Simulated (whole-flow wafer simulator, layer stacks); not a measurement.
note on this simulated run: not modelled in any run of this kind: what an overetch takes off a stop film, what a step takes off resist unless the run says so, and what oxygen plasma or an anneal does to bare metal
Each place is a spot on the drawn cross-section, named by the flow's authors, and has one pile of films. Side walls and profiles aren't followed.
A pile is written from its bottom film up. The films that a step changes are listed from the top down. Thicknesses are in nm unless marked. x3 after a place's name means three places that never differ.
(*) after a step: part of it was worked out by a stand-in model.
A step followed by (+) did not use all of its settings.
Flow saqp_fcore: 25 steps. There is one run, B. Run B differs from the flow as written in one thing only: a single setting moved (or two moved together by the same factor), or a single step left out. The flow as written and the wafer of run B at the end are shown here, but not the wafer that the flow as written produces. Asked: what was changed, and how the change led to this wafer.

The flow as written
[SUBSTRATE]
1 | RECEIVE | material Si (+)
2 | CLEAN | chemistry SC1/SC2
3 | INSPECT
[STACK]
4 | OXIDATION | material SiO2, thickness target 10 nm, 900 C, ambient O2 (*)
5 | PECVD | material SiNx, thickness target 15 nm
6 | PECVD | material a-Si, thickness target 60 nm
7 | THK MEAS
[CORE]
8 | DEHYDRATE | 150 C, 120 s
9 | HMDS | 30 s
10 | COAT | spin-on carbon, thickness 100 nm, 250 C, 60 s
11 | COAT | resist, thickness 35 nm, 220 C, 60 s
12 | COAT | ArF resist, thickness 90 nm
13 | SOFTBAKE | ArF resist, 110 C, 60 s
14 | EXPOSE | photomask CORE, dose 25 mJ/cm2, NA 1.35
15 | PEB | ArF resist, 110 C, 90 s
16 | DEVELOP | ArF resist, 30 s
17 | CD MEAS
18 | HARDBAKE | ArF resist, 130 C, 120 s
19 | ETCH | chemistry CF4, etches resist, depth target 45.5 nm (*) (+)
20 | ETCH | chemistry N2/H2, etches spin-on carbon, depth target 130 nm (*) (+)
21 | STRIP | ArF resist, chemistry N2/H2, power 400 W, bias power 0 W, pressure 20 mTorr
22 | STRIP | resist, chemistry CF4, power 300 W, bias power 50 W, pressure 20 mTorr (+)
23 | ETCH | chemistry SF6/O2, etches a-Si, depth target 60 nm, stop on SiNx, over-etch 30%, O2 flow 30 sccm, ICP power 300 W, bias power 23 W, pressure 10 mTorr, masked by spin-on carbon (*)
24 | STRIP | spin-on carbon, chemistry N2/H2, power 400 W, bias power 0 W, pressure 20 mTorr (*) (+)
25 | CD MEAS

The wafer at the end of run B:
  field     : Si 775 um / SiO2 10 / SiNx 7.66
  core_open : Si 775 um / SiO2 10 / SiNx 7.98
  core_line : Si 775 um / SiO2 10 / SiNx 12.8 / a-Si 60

The reason: step 5, PECVD: thickness target 12.8 nm was run, while the flow as written has thickness target 15 nm.
The wafer itself shows it: core_line has SiNx 12.8, and step 5 as written asks for 15 nm.

The path from the change to this, step by step:
  5 | PECVD | material SiNx, thickness target 15 nm
      field, core_open, core_line: SiNx gains 12.8 (new film) (as written it would have been: SiNx gains 15 (new film))
